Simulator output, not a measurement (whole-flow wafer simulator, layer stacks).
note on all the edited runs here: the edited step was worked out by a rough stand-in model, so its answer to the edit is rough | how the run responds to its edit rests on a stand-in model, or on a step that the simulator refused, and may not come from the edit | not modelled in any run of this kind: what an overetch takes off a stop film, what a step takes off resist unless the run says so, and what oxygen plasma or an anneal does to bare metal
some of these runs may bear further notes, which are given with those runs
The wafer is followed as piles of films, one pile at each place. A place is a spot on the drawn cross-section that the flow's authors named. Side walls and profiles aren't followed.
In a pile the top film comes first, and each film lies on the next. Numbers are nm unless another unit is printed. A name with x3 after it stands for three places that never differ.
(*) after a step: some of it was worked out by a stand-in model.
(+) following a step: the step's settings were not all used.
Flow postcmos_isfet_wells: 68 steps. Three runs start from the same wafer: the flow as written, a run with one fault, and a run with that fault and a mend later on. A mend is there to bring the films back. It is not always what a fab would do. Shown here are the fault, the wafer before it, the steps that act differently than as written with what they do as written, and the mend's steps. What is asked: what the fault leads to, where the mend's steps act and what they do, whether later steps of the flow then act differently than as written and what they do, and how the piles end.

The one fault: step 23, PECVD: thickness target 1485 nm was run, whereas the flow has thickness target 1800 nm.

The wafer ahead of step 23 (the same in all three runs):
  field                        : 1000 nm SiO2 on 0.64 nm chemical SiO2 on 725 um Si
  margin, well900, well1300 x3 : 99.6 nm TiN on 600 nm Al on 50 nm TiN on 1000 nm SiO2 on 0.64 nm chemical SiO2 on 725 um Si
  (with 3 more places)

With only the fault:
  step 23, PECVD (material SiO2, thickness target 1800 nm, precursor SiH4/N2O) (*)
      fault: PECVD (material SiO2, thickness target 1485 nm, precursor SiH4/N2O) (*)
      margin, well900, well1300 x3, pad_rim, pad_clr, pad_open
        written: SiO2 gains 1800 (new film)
        fault: SiO2 gains 1485 (new film)
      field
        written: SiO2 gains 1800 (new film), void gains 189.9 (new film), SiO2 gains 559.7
        fault: SiO2 gains 1485 (new film), void gains 190 (new film), SiO2 gains 559.6
  Later steps of the flow acting differently than as written (1 more step, not shown, differs only slightly: by at most 2% or 0.5 nm, whichever is larger):
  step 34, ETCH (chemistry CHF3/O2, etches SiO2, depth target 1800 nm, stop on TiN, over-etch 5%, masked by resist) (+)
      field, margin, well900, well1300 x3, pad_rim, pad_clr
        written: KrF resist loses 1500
        fault: KrF resist loses 1299.4
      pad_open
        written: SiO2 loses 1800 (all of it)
        fault: SiO2 loses 1485 (all of it)
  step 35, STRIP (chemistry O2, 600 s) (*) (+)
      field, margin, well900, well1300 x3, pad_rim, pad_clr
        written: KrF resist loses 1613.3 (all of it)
        fault: KrF resist loses 1813.9 (all of it)
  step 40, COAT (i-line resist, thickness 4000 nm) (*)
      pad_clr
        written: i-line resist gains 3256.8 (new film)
        fault: i-line resist gains 3356.1 (new film)
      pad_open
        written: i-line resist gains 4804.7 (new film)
        fault: i-line resist gains 4691.2 (new film)
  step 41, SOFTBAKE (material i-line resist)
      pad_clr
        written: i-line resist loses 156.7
        fault: i-line resist loses 126.1
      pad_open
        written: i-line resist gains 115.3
        fault: i-line resist gains 101.2
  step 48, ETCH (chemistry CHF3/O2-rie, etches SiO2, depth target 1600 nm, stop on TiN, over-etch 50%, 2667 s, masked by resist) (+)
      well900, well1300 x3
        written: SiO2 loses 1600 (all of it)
        fault: SiO2 loses 1285 (all of it)
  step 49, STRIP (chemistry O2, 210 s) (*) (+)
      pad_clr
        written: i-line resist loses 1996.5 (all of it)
        fault: i-line resist loses 2126.3 (all of it)
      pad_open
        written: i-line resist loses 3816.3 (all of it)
        fault: i-line resist loses 3688.8 (all of it)
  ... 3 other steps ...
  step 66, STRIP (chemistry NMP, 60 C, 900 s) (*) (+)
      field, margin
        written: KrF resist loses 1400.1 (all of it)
        fault: KrF resist loses 1549.5 (all of it)
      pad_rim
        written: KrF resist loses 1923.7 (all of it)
        fault: KrF resist loses 1994.7 (all of it)
  At field, margin, pad_rim, pad_clr, the piles at the end differ from the flow's by more than 2% or 0.5 nm, whichever is larger.
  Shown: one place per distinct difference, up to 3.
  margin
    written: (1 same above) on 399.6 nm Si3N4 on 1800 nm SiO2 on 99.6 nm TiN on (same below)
    fault: (1 same above) on 399.6 nm Si3N4 on 1485 nm SiO2 on 99.6 nm TiN on (same below)
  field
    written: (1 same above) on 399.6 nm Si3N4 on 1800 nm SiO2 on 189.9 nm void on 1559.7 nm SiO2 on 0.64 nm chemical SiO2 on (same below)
    fault: (1 same above) on 399.6 nm Si3N4 on 1485 nm SiO2 on 190 nm void on 1559.6 nm SiO2 on 0.64 nm chemical SiO2 on (same below)
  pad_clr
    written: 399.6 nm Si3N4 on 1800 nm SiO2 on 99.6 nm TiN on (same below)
    fault: 399.6 nm Si3N4 on 1485 nm SiO2 on 99.6 nm TiN on (same below)

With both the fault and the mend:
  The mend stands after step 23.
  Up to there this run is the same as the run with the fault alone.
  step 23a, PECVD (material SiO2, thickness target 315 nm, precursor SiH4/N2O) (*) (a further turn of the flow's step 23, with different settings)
      field, margin, well900, well1300 x3, pad_rim, pad_clr, pad_open
        SiO2 gains 315
  Later steps of the flow that are run all act as written at every place that is followed.
  At the end the piles are close to the flow's at the places that both follow, differing by at most 2% or 0.5 nm, whichever is larger.
